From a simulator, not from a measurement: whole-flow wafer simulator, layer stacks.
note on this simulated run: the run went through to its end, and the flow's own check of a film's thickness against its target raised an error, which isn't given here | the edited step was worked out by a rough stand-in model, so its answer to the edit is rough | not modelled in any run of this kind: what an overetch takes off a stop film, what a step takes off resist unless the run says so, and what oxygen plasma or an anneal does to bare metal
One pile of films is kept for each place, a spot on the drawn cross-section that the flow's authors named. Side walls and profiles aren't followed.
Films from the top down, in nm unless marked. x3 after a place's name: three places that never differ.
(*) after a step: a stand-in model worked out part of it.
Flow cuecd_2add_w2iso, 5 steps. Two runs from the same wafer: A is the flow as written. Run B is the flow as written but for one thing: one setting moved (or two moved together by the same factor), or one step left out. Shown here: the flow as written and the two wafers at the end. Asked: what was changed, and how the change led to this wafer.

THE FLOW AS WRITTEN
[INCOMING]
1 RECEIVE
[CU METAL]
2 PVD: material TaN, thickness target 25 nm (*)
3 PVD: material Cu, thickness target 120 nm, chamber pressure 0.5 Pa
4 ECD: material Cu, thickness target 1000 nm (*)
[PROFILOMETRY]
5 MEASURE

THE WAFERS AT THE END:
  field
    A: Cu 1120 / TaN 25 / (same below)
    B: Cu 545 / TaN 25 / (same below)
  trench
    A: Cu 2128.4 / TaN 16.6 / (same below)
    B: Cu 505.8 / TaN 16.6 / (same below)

The cause: step 4, ECD: thickness target 425 nm was run, where the flow has thickness target 1000 nm.

How the change led to this, step by step:
  4 ECD: material Cu, thickness target 1000 nm (*)
      field: A Cu +1000 | B Cu +425
      trench: A Cu +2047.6 | B Cu +425
